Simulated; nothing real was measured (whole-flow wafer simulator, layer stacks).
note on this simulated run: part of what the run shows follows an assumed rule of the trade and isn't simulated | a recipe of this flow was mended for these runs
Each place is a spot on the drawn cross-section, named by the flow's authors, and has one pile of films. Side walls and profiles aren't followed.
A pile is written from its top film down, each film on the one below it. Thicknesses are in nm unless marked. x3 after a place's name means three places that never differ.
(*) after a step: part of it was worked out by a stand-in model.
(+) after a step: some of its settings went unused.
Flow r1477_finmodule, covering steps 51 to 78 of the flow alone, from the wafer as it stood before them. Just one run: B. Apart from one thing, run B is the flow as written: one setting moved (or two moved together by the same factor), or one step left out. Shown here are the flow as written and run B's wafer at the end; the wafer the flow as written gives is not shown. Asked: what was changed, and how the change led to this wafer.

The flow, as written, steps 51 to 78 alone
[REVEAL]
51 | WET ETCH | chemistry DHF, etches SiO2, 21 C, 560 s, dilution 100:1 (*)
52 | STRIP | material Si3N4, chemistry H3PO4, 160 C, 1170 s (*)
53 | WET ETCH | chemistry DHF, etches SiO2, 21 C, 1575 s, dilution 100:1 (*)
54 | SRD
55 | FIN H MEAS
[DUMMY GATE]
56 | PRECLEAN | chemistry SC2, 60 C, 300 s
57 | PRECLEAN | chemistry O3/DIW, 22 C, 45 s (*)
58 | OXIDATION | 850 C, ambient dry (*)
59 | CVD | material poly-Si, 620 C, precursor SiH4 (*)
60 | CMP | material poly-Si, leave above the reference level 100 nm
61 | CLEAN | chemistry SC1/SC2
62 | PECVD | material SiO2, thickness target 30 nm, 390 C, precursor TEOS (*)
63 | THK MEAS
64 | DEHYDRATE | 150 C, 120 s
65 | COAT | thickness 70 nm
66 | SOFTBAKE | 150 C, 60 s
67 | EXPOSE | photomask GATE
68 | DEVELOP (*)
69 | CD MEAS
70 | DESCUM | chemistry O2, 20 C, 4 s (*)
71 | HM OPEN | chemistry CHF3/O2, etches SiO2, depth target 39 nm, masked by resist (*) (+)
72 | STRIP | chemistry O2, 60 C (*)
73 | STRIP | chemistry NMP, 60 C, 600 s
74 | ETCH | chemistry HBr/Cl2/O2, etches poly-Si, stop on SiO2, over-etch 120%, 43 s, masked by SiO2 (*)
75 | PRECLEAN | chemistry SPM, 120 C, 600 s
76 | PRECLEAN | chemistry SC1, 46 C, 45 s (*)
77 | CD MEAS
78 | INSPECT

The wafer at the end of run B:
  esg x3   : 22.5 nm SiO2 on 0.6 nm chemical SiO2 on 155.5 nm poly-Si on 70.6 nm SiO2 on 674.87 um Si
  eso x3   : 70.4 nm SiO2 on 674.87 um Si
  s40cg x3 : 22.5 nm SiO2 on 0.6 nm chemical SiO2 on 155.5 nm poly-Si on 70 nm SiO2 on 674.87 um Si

The reason: step 53, WET ETCH: 23.8 C was run, while the flow as written has 21 C.

How this came from the change, step by step:
  53 | WET ETCH | chemistry DHF, etches SiO2, 21 C, 1575 s, dilution 100:1 (*)
      esg x3, e200sg, s40cg x3, s40sg x3, eso x3, e200so, s40co x3, s40so x3: SiO2 loses 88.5 (as written it would have been: SiO2 loses 79.1)
      pad, padg: SiO2 loses 95.9 (as written it would have been: SiO2 loses 85.7)
  59 | CVD | material poly-Si, 620 C, precursor SiH4 (*)
      esg x3, s40cg x3, s40sg x3, eso x3, s40co x3, s40so x3: poly-Si gains 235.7 (new film) (as written it would have been: poly-Si gains 226.3 (new film))
      e200sg, e200so: poly-Si gains 235.7 (new film) (as written it would have been: poly-Si gains 219.2 (new film))
  60 | CMP | material poly-Si, leave above the reference level 100 nm
      pad, padg: poly-Si loses 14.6 (as written it would have been: poly-Si loses 24.8)
      e200sg, e200so: poly-Si loses 80 (as written it would have been: poly-Si loses 72.9)
  74 | ETCH | chemistry HBr/Cl2/O2, etches poly-Si, stop on SiO2, over-etch 120%, 43 s, masked by SiO2 (*)
      eso x3, e200so, s40co x3, s40so x3: chemical SiO2 loses 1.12 (all of it), poly-Si loses 153.3 (all of it), SiO2 loses 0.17 (as written it would have been: chemical SiO2 loses 1.12 (all of it), poly-Si loses 143.9 (all of it), SiO2 loses 0.22)
      pad: chemical SiO2 loses 1.12 (all of it), poly-Si loses 163 (all of it), SiO2 loses 0.12 (as written it would have been: chemical SiO2 loses 1.12 (all of it), poly-Si loses 152.8 (all of it), SiO2 loses 0.17)
